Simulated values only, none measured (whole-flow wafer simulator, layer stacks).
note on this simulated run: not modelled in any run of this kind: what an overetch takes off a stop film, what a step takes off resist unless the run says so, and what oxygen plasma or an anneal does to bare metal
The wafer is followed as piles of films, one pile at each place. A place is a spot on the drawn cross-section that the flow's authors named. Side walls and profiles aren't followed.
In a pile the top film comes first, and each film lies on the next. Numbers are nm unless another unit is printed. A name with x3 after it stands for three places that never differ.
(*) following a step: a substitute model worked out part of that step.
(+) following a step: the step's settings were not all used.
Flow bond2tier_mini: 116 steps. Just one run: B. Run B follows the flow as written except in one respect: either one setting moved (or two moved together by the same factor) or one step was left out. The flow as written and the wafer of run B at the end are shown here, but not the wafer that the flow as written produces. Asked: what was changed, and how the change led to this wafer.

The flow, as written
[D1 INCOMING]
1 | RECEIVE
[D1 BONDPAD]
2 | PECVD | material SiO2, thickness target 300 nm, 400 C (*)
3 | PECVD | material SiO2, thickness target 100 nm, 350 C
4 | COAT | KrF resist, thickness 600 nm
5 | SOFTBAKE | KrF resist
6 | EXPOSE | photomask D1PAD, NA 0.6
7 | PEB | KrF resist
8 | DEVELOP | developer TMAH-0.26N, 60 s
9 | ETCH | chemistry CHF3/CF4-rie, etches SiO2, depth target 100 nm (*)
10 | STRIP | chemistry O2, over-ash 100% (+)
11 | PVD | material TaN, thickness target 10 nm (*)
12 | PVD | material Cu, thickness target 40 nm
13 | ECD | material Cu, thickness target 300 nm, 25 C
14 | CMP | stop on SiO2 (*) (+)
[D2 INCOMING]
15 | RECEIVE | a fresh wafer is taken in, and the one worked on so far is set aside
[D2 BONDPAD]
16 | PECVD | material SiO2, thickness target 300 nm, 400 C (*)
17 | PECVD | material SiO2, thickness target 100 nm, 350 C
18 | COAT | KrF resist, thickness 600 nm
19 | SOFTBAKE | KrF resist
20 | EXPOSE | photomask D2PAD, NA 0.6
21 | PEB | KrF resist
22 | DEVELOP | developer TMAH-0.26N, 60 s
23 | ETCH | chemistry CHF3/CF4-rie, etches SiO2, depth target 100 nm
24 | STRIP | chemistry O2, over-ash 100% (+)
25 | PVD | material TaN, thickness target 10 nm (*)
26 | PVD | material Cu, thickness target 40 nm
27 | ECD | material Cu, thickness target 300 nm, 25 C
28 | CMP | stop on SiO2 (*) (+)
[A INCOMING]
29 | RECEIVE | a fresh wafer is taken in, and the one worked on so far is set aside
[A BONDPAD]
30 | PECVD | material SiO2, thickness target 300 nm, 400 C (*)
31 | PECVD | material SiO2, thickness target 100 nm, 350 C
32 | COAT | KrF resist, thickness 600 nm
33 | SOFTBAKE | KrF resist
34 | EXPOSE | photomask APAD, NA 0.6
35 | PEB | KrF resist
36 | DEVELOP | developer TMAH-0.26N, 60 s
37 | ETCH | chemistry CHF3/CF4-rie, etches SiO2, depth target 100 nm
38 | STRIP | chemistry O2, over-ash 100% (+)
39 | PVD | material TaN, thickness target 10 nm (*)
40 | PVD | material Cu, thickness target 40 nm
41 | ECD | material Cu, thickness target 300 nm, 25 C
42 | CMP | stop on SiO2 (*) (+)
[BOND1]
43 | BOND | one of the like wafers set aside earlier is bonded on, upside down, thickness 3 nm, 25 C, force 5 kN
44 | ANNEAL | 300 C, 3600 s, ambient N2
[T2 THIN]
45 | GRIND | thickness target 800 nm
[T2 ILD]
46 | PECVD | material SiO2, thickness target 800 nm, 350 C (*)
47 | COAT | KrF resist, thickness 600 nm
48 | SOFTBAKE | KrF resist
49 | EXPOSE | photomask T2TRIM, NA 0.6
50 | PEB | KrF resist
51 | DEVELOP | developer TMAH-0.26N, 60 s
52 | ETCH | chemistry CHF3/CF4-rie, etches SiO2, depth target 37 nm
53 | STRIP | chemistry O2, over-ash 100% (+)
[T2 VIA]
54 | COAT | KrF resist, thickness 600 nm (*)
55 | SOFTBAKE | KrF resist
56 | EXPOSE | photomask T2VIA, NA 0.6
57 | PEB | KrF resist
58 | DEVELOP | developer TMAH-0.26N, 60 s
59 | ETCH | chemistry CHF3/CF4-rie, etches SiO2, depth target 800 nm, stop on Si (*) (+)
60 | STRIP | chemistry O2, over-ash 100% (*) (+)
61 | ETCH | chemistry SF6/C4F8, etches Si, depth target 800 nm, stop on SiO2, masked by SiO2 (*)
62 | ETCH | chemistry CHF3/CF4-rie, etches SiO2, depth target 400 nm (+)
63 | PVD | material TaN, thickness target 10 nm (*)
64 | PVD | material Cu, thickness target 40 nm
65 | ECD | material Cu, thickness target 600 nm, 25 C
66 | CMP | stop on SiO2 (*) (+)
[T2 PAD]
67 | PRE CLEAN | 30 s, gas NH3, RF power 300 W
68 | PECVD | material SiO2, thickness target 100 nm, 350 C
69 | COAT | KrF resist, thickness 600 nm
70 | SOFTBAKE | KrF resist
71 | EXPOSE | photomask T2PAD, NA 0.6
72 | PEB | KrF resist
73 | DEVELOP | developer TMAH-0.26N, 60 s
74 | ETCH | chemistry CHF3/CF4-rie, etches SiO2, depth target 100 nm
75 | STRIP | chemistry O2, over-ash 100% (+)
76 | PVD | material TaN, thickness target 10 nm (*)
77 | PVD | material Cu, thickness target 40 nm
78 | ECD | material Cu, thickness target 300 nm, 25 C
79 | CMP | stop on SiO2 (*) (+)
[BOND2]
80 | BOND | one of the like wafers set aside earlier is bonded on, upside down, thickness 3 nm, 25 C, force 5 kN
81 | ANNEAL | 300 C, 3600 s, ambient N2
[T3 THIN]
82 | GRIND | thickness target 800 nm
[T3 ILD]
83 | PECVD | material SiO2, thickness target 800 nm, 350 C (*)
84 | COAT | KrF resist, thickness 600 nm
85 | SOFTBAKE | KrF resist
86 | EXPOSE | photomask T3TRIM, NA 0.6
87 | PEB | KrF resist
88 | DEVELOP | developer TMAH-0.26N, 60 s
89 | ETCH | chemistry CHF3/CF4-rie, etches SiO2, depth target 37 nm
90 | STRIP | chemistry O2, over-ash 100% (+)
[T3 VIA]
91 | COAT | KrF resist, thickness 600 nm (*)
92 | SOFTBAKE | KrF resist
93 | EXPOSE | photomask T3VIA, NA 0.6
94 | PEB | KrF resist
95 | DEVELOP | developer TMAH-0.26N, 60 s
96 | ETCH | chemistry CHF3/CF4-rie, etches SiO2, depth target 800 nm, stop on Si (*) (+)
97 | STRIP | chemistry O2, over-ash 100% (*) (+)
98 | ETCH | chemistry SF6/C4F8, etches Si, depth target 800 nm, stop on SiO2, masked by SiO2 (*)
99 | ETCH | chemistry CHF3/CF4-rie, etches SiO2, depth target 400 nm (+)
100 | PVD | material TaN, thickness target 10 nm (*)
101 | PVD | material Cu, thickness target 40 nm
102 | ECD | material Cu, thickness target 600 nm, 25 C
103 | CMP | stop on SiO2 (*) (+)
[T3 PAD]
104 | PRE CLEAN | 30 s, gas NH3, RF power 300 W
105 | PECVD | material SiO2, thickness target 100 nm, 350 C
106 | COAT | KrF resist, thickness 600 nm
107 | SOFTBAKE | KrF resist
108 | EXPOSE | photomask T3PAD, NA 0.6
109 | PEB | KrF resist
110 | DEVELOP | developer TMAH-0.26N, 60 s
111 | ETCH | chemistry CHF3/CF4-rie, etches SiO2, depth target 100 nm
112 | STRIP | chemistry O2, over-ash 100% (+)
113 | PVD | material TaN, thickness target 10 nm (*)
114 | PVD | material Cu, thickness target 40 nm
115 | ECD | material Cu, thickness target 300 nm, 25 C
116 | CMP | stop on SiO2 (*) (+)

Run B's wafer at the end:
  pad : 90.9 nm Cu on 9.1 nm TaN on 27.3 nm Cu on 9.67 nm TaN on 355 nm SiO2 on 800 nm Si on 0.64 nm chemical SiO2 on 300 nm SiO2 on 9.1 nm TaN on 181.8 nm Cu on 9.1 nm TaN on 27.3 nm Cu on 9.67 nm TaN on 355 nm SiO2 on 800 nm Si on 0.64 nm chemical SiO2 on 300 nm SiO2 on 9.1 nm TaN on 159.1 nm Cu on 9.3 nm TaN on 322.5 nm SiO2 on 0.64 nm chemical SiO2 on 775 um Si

Cause: step 37, ETCH: depth target 77.5 nm was run, whereas the flow has depth target 100 nm.

How this came from the change, step by step:
  37 | ETCH | chemistry CHF3/CF4-rie, etches SiO2, depth target 100 nm
      pad, via: SiO2 loses 77.5 (as written it would have been: SiO2 loses 100)
      field: KrF resist loses 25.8 (as written it would have been: KrF resist loses 33.3)
  40 | PVD | material Cu, thickness target 40 nm
      pad: Cu gains 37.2 (new film) (as written it would have been: Cu gains 36.4 (new film))
  41 | ECD | material Cu, thickness target 300 nm, 25 C
      pad: Cu gains 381 (as written it would have been: Cu gains 404.5)
      via: Cu gains 377.6 (as written it would have been: Cu gains 400.2)
